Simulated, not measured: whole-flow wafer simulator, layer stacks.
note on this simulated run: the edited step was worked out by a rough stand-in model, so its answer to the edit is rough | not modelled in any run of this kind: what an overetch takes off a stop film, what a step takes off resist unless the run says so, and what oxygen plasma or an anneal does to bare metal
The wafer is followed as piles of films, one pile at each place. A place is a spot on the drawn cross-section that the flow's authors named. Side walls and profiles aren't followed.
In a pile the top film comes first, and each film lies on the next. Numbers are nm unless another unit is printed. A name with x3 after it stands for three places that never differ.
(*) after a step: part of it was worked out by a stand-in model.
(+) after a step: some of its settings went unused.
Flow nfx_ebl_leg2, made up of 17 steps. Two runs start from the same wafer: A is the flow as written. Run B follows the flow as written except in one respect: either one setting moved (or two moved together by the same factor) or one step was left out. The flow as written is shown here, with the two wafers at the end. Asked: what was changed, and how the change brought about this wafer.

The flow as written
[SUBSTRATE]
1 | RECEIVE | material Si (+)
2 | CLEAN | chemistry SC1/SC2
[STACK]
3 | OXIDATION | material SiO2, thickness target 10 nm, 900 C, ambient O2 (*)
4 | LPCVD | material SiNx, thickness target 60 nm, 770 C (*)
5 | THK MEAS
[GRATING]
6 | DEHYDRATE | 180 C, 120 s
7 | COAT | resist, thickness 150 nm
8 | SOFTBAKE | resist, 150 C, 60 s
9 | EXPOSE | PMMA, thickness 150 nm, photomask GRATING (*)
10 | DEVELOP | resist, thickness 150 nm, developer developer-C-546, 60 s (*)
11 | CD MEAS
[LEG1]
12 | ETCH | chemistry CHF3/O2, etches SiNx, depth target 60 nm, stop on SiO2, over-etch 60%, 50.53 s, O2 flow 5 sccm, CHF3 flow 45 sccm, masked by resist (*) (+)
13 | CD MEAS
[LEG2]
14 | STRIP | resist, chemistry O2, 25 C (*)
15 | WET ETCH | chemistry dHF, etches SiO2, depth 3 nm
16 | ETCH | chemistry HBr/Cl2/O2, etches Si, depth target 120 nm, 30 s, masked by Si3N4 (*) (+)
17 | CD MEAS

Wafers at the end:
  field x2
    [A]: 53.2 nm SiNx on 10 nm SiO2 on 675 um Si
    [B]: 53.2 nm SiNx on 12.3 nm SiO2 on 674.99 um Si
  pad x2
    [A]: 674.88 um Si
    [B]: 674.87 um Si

The reason: step 3, OXIDATION: thickness target 12.3 nm was run, while the flow as written has thickness target 10 nm.
The wafer lets one read it off: field x2 has SiO2 12.3, and step 3 as written asks for 10 nm.

How this came from the change, step by step:
  3 | OXIDATION | material SiO2, thickness target 10 nm, 900 C, ambient O2 (*)
      field x2, pad x2: A SiO2 gains 10 (new film), chemical SiO2 loses 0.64 (all of it), Si loses 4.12 | B SiO2 gains 12.3 (new film), chemical SiO2 loses 0.64 (all of it), Si loses 5.13
  12 | ETCH | chemistry CHF3/O2, etches SiNx, depth target 60 nm, stop on SiO2, over-etch 60%, 50.53 s, O2 flow 5 sccm, CHF3 flow 45 sccm, masked by resist (*) (+)
      pad x2: A SiNx loses 60 (all of it), SiO2 loses 10 (all of it) | B SiNx loses 60 (all of it), SiO2 loses 12.3 (all of it)
